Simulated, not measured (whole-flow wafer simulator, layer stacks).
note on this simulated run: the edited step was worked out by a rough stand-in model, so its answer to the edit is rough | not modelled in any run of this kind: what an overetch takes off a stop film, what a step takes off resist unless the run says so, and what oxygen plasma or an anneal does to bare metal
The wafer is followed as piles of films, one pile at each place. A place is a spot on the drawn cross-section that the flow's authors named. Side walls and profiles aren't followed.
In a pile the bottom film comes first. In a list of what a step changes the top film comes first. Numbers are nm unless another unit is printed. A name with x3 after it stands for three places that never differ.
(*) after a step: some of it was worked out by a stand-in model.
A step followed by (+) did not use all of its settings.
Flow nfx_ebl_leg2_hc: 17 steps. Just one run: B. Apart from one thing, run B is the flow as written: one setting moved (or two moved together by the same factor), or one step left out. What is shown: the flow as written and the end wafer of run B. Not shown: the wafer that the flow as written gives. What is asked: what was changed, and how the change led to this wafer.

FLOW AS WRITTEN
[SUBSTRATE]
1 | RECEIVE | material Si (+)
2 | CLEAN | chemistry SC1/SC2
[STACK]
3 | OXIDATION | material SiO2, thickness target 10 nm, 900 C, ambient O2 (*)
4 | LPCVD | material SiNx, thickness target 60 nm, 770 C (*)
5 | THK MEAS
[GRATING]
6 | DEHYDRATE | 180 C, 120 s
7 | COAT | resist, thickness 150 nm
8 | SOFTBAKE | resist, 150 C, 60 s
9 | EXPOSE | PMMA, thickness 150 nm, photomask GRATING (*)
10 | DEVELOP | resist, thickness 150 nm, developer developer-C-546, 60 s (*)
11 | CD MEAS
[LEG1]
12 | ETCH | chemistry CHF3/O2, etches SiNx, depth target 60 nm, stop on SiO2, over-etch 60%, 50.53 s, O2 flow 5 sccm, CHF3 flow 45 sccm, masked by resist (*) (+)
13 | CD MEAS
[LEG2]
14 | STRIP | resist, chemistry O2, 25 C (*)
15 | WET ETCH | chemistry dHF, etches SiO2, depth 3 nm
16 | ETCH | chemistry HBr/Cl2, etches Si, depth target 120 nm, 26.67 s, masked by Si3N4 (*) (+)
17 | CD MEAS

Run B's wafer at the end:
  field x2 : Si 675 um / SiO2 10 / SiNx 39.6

What caused this: step 4, LPCVD: thickness target 51 nm was run, though the flow has thickness target 60 nm.

Step by step, how the change led to this:
  4 | LPCVD | material SiNx, thickness target 60 nm, 770 C (*)
      field x2, pad x2: +51 SiNx (new film) (as written it would have been: +60 SiNx (new film))
  12 | ETCH | chemistry CHF3/O2, etches SiNx, depth target 60 nm, stop on SiO2, over-etch 60%, 50.53 s, O2 flow 5 sccm, CHF3 flow 45 sccm, masked by resist (*) (+)
      pad x2: -51 SiNx (all of it), -10 SiO2 (all of it) (as written it would have been: -60 SiNx (all of it), -10 SiO2 (all of it))
